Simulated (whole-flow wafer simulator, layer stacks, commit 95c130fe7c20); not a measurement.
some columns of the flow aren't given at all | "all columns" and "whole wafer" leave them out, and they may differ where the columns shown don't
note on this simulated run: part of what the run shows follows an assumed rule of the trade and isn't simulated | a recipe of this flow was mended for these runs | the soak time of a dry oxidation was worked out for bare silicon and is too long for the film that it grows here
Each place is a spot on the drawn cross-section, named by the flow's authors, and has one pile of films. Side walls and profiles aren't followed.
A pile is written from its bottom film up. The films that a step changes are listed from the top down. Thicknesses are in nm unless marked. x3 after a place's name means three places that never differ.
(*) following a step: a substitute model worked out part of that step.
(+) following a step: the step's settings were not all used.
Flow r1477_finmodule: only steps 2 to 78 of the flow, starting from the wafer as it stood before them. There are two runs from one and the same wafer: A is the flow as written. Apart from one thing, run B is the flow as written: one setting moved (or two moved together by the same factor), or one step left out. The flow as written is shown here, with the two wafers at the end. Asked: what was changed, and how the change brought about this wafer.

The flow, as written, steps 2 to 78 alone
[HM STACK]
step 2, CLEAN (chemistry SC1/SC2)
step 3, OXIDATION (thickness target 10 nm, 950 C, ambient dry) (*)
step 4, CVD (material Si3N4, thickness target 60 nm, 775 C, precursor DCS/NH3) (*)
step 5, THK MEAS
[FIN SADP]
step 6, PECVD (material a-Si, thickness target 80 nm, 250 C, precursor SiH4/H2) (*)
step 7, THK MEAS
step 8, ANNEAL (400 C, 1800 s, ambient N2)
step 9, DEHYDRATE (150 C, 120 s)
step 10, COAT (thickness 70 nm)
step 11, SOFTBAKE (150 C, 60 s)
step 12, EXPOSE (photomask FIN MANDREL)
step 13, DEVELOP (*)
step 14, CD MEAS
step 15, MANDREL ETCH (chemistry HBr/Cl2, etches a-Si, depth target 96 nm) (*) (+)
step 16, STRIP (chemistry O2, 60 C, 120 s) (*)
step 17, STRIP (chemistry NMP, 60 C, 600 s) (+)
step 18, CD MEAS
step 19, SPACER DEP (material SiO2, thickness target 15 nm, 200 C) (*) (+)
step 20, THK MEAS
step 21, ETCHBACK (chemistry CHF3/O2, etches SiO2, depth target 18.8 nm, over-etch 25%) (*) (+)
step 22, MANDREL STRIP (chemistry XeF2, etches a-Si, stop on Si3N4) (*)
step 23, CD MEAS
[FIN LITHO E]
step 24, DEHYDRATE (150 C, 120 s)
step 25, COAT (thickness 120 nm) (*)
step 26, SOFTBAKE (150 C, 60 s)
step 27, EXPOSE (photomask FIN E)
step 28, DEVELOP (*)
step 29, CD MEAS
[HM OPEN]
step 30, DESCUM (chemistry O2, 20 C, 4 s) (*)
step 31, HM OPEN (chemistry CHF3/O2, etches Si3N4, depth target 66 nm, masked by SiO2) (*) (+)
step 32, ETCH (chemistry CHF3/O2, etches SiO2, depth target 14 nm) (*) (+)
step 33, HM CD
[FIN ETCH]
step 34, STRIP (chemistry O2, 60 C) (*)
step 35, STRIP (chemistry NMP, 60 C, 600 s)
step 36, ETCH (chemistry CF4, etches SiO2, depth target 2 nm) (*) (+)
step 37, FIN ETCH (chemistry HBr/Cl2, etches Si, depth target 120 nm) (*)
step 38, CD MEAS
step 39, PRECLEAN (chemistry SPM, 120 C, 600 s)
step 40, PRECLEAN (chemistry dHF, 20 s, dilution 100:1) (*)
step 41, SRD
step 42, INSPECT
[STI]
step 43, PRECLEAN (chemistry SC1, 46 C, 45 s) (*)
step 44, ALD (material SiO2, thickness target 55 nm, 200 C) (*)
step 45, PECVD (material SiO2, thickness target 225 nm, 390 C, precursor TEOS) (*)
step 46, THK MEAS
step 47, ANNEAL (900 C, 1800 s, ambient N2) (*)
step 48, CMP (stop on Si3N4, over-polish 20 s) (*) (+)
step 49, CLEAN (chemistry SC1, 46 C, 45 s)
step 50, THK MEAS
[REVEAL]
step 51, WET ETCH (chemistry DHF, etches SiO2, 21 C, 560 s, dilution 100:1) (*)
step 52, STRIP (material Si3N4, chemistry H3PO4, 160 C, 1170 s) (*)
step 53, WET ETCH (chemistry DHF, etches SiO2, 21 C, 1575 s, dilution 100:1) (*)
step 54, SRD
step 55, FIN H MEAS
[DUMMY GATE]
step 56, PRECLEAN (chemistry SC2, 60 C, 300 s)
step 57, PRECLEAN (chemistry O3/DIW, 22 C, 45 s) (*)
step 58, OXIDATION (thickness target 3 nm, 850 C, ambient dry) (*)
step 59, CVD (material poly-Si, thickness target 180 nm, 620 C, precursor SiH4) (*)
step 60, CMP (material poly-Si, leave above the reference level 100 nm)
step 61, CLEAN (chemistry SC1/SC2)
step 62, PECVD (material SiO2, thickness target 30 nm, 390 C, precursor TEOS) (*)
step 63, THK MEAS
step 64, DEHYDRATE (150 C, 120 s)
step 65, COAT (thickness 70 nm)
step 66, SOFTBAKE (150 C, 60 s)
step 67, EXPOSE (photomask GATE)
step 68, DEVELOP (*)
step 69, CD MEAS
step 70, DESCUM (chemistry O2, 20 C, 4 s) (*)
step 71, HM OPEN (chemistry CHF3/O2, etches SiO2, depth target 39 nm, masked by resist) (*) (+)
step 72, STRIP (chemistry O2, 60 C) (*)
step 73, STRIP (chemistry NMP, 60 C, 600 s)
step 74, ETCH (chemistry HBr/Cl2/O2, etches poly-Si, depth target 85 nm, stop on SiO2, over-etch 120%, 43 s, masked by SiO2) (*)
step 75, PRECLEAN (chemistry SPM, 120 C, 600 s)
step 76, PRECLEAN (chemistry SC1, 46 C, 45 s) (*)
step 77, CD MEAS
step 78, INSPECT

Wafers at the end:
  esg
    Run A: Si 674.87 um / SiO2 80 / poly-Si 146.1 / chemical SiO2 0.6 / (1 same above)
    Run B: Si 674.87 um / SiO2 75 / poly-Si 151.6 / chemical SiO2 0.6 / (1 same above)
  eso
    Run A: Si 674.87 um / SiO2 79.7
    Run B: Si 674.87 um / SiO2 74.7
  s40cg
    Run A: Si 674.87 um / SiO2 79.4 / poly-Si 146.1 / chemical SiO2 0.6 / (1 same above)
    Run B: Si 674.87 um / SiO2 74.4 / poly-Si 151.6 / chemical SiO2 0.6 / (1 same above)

What caused this: step 4, CVD: thickness target 54.4 nm was run, whereas the flow has thickness target 60 nm.

Step by step, how the change led to this:
  step 4, CVD (material Si3N4, thickness target 60 nm, 775 C, precursor DCS/NH3) (*)
      pad, padg, elg and 33 more: A Si3N4 gains 60 (new film) | B Si3N4 gains 54.4 (new film)
  step 31, HM OPEN (chemistry CHF3/O2, etches Si3N4, depth target 66 nm, masked by SiO2) (*) (+)
      pad, padg, esg and 13 more: A Si3N4 loses 54.1 (all of it), SiO2 loses 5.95 | B Si3N4 loses 48.5 (all of it), SiO2 loses 8.75
      s40cg, s45cg, s50cg, s40co, s45co, s50co: A Si3N4 loses 60 (all of it), SiO2 loses 3 | B Si3N4 loses 54.4 (all of it), SiO2 loses 5.8
  step 32, ETCH (chemistry CHF3/O2, etches SiO2, depth target 14 nm) (*) (+)
      pad, padg, esg and 13 more: A SiO2 loses 4.05 (all of it), Si loses 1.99 | B SiO2 loses 1.25 (all of it), Si loses 2.55
      s40cg, s45cg, s50cg, s40co, s45co, s50co: A SiO2 loses 7 (all of it), Si loses 1.4 | B SiO2 loses 4.2 (all of it), Si loses 1.96
  step 44, ALD (material SiO2, thickness target 55 nm, 200 C) (*)
      esg, e40sg, e100sg, e200sg, eso, e40so, e100so, e200so: A SiO2 gains 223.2 (new film) | B SiO2 gains 218.2 (new film)
  step 48, CMP (stop on Si3N4, over-polish 20 s) (*) (+)
      pad, padg: A SiO2 loses 79.4 | B SiO2 loses 84.5
  step 52, STRIP (material Si3N4, chemistry H3PO4, 160 C, 1170 s) (*)
      elg, e40lg, e100lg, e200lg, elo, e40lo, e100lo, e200lo: A Si3N4 loses 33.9 (all of it), SiO2 loses 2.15 | B Si3N4 loses 28.3 (all of it), SiO2 loses 2.32
      s40sg_line, s45sg_line, s50sg_line, s40so_line, s45so_line, s50so_line: A Si3N4 loses 55.1 (all of it), SiO2 loses 1.49 | B Si3N4 loses 49.5 (all of it), SiO2 loses 1.66
  step 59, CVD (material poly-Si, thickness target 180 nm, 620 C, precursor SiH4) (*)
      esg, e40sg, e100sg and 15 more: A poly-Si gains 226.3 (new film) | B poly-Si gains 231.9 (new film)
      e200sg, e200so: A poly-Si gains 219.2 (new film) | B poly-Si gains 231.9 (new film)
  step 60, CMP (material poly-Si, leave above the reference level 100 nm)
      pad, padg: A poly-Si loses 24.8 | B poly-Si loses 19.2
      e200sg, e200so: A poly-Si loses 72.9 | B poly-Si loses 80
  step 74, ETCH (chemistry HBr/Cl2/O2, etches poly-Si, depth target 85 nm, stop on SiO2, over-etch 120%, 43 s, masked by SiO2) (*)
      eso, e40so, e100so and 7 more: A chemical SiO2 loses 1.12 (all of it), poly-Si loses 143.9 (all of it), SiO2 loses 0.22 | B chemical SiO2 loses 1.12 (all of it), poly-Si loses 149.5 (all of it), SiO2 loses 0.19
      pad: A chemical SiO2 loses 1.12 (all of it), poly-Si loses 152.8 (all of it), SiO2 loses 0.17 | B chemical SiO2 loses 1.12 (all of it), poly-Si loses 158.4 (all of it), SiO2 loses 0.14
